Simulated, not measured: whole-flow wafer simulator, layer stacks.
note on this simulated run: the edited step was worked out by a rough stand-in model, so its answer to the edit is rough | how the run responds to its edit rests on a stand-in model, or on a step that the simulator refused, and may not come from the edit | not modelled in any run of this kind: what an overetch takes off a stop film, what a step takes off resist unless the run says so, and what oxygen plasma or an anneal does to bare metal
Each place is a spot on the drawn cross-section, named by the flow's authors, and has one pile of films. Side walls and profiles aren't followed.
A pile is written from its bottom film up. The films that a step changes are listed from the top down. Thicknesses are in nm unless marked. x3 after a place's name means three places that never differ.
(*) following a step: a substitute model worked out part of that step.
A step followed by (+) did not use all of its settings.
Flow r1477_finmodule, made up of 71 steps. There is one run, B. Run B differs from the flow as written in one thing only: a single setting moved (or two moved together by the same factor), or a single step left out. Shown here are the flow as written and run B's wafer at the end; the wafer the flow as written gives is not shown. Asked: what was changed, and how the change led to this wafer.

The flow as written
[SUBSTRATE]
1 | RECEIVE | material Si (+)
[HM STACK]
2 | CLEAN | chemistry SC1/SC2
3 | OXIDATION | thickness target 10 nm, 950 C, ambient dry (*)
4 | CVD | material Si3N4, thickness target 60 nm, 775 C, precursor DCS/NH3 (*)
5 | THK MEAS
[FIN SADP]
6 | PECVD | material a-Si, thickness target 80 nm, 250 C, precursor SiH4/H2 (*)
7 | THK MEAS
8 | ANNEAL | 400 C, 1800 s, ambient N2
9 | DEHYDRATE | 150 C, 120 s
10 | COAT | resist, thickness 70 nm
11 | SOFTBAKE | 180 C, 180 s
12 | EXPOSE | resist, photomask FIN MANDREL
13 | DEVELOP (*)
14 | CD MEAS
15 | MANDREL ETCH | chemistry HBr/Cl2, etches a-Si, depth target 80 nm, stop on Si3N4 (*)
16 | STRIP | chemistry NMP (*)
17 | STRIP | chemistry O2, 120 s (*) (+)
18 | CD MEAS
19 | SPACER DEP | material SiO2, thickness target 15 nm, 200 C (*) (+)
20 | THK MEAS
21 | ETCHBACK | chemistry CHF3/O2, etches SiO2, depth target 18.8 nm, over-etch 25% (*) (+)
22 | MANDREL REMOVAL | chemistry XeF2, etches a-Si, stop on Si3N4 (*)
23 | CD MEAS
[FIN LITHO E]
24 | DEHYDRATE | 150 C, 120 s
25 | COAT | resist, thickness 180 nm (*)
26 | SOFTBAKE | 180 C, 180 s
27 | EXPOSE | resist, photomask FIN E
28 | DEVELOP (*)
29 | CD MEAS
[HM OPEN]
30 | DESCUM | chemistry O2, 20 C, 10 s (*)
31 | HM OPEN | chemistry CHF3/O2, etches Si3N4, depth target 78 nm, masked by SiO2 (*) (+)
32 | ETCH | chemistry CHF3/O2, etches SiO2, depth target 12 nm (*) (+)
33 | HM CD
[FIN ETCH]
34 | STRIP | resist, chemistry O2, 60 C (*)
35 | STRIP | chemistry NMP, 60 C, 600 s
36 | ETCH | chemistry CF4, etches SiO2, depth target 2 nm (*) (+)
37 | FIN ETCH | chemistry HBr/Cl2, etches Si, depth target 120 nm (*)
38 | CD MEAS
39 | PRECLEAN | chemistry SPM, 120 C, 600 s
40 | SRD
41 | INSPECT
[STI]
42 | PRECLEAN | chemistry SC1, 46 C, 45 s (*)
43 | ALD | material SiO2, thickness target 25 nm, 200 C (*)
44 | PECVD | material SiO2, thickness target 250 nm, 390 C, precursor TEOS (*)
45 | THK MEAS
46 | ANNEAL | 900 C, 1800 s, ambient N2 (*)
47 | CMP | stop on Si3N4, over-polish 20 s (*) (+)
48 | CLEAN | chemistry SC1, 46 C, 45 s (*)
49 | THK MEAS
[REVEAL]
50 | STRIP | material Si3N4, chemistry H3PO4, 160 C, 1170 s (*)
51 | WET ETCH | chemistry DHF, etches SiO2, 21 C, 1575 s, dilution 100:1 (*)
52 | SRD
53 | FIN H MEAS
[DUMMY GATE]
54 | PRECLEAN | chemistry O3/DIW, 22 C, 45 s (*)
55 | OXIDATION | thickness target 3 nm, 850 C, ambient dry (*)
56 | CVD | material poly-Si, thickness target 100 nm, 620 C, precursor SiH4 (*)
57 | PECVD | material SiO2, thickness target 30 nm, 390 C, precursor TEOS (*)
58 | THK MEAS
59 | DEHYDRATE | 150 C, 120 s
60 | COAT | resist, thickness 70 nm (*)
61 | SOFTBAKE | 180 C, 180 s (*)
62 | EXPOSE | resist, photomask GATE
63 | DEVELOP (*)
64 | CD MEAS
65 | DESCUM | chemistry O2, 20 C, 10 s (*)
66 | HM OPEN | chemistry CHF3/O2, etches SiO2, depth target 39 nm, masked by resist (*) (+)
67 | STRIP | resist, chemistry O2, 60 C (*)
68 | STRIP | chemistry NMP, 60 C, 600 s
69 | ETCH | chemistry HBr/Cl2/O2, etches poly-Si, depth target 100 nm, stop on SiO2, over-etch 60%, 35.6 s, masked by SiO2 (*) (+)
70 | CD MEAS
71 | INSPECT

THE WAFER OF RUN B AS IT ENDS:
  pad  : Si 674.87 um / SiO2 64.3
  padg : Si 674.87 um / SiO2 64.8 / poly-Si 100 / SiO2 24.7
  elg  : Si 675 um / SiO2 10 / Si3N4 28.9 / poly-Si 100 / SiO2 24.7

The reason: step 51, WET ETCH: 2284 s was run, though the flow has 1575 s.

The path from the change to this, step by step:
  51 | WET ETCH | chemistry DHF, etches SiO2, 21 C, 1575 s, dilution 100:1 (*)
      pad, padg, e40sg and 12 more: SiO2 loses 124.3 (in the flow as written it would be: SiO2 loses 85.7)
      elg, e40lg, e100lg, e200lg, elo, e40lo, e100lo, e200lo: SiO2 loses 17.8 (all of it), Si3N4 loses 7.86 (in the flow as written it would be: SiO2 loses 17.8 (all of it), Si3N4 loses 4.97)
      (and at 7 other places as well)
  56 | CVD | material poly-Si, thickness target 100 nm, 620 C, precursor SiH4 (*)
      s40cg, s40co: poly-Si gains 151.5 (new film) (in the flow as written it would be: poly-Si gains 113.9 (new film))
      s45cg, s45co: poly-Si gains 151.5 (new film) (in the flow as written it would be: poly-Si gains 113.4 (new film))
      (and at 3 other places as well)
  60 | COAT | resist, thickness 70 nm (*)
      e40lg, e100lg, e200lg, elo, e40lo, e100lo, e200lo: resist gains 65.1 (new film) (in the flow as written it would be: resist gains 66.9 (new film))
      e40sg, eso, e40so: resist gains 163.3 (new film) (in the flow as written it would be: resist gains 129.5 (new film))
      (and at 16 other places as well)
  63 | DEVELOP (*)
      elo, e40lo, e100lo, e200lo: resist loses 65.1 (all of it) (in the flow as written it would be: resist loses 66.9 (all of it))
      eso, e40so: resist loses 163.3 (all of it) (in the flow as written it would be: resist loses 129.5 (all of it))
      (and at 8 other places as well)
  67 | STRIP | resist, chemistry O2, 60 C (*)
      e40lg, e100lg, e200lg: resist loses 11 (all of it) (in the flow as written it would be: resist loses 12.8 (all of it))
      e40sg: resist loses 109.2 (all of it) (in the flow as written it would be: resist loses 75.4 (all of it))
      (and at 10 other places as well)
  69 | ETCH | chemistry HBr/Cl2/O2, etches poly-Si, depth target 100 nm, stop on SiO2, over-etch 60%, 35.6 s, masked by SiO2 (*) (+)
      s40co: chemical SiO2 loses 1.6 (all of it), poly-Si loses 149 (all of it), SiO2 loses 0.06 (in the flow as written it would be: chemical SiO2 loses 1.46 (all of it), poly-Si loses 111.5 (all of it), SiO2 loses 0.24)
      s45co: chemical SiO2 loses 1.6 (all of it), poly-Si loses 149 (all of it), SiO2 loses 0.06 (in the flow as written it would be: chemical SiO2 loses 1.46 (all of it), poly-Si loses 110.9 (all of it), SiO2 loses 0.25)
      (and at 1 other place as well)
